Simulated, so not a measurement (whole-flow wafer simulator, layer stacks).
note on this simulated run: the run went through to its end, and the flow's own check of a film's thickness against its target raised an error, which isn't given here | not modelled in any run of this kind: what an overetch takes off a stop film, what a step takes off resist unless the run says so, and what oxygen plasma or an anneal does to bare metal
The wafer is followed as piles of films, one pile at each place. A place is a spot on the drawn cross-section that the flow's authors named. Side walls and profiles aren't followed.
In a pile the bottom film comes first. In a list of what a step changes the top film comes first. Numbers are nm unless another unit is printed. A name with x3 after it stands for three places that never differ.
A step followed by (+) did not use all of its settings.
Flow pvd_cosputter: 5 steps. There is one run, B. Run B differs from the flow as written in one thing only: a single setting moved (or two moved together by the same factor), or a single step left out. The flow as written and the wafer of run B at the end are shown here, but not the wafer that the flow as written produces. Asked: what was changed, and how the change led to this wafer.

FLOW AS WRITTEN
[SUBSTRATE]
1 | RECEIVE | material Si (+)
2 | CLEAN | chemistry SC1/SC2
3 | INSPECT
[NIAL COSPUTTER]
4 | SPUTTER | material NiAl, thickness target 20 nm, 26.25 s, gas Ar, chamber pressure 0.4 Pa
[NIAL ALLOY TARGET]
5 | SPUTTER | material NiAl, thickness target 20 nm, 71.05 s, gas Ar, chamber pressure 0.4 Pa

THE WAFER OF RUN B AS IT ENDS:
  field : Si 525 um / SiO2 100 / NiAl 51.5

The reason: step 4, SPUTTER: thickness target 31.5 nm was run, though the flow has thickness target 20 nm; step 4, SPUTTER: 41.34 s was run, where the flow has 26.25 s.

Step by step, how the change led to this:
  4 | SPUTTER | material NiAl, thickness target 20 nm, 26.25 s, gas Ar, chamber pressure 0.4 Pa
      field: +31.5 NiAl (new film) (in the flow as written it would be: +20 NiAl (new film))
